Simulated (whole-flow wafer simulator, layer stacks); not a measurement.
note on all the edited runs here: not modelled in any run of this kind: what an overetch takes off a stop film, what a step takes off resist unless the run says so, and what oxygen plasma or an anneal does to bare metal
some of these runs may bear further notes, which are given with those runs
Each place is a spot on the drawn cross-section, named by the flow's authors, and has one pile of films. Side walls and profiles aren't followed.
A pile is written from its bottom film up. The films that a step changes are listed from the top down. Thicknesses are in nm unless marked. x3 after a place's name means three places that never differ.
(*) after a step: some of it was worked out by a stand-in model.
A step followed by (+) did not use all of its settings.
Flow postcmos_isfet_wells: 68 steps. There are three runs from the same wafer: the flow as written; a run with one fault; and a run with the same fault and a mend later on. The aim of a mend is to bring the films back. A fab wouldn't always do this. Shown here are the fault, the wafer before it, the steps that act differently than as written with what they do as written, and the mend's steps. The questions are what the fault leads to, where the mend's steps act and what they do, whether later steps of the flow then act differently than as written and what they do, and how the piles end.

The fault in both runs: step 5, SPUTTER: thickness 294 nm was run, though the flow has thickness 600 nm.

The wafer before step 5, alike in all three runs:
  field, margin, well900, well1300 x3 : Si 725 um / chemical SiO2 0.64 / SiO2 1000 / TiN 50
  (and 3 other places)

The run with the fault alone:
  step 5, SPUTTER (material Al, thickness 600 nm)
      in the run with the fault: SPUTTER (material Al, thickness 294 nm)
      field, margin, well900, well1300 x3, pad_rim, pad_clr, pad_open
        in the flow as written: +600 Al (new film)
        in the run with the fault: +294 Al (new film)
  Later steps of the flow acting differently than as written:
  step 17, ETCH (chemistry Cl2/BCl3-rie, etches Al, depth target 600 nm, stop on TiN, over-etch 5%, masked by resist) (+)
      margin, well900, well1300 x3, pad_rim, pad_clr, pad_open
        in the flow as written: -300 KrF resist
        in the run with the fault: -154.4 KrF resist
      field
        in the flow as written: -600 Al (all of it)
        in the run with the fault: -294 Al (all of it)
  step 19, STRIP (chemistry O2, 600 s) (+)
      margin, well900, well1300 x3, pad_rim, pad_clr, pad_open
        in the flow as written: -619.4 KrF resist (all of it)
        in the run with the fault: -765 KrF resist (all of it)
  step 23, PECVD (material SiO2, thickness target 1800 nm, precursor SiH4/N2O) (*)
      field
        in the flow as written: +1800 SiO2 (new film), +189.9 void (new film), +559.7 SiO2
        in the run with the fault: +2243.6 SiO2
  At field, margin, well900, well1300 x3, pad_rim, pad_clr, pad_open, the piles at the end differ from the flow's by more than 2% or 0.5 nm, whichever is larger.
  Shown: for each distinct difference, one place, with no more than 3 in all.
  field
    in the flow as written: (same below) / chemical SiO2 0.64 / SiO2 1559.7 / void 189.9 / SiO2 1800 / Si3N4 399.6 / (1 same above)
    in the run with the fault: (same below) / chemical SiO2 0.64 / SiO2 3243.6 / Si3N4 399.6 / (1 same above)
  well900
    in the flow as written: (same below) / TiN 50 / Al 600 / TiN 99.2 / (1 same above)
    in the run with the fault: (same below) / TiN 50 / Al 294 / TiN 99.2 / (1 same above)
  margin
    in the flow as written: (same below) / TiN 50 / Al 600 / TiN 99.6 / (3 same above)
    in the run with the fault: (same below) / TiN 50 / Al 294 / TiN 99.6 / (3 same above)

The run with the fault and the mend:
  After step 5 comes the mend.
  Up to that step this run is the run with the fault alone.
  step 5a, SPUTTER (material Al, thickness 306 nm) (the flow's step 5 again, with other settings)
      field, margin, well900, well1300 x3, pad_rim, pad_clr, pad_open
        +306 Al
  None of the later steps of the flow acts differently than as written at any place that is followed.
  By the end, the piles equal the flow's at every place that both follow.
